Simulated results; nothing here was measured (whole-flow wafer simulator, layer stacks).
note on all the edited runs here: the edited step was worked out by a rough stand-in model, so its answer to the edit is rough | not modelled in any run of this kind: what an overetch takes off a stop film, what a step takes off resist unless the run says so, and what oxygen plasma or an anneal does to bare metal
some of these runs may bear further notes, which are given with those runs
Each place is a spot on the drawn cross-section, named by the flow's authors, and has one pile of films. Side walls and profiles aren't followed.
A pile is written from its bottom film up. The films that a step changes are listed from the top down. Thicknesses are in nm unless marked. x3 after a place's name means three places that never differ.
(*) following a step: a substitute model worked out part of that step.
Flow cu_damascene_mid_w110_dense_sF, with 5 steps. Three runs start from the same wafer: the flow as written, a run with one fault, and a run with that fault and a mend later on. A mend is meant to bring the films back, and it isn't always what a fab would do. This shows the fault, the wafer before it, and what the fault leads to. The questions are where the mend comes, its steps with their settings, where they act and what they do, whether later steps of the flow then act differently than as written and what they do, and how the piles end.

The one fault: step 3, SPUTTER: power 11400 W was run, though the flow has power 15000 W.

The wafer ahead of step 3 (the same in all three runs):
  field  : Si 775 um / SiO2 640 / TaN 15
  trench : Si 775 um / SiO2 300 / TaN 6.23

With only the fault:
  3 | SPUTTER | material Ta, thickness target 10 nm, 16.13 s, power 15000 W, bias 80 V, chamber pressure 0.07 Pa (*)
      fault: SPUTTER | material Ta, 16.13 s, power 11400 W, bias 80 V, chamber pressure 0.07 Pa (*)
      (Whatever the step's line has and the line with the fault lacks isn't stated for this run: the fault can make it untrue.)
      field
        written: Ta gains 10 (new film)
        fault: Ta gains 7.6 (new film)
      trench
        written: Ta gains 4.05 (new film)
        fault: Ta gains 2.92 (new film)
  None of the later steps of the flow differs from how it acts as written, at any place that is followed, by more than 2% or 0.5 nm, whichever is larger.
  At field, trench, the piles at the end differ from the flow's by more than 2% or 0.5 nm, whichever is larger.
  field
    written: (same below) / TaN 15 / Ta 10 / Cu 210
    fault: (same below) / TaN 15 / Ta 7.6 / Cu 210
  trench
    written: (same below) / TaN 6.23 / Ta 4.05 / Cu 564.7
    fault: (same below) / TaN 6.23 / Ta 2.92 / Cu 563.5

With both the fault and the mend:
  The mend stands after step 3.
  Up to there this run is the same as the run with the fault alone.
  3a | SPUTTER | material Ta, 3.959 s, power 15000 W, bias 80 V, chamber pressure 0.07 Pa (*) (the flow's step 3 again, with other settings)
      field
        Ta gains 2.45
      trench
        Ta gains 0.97
  None of the later steps of the flow differs from how it acts as written, at any place that is followed, by more than 2% or 0.5 nm, whichever is larger.
  When the end is reached, the piles differ only a little from the flow's at the places that both follow, at most by 2% or 0.5 nm, whichever is larger.
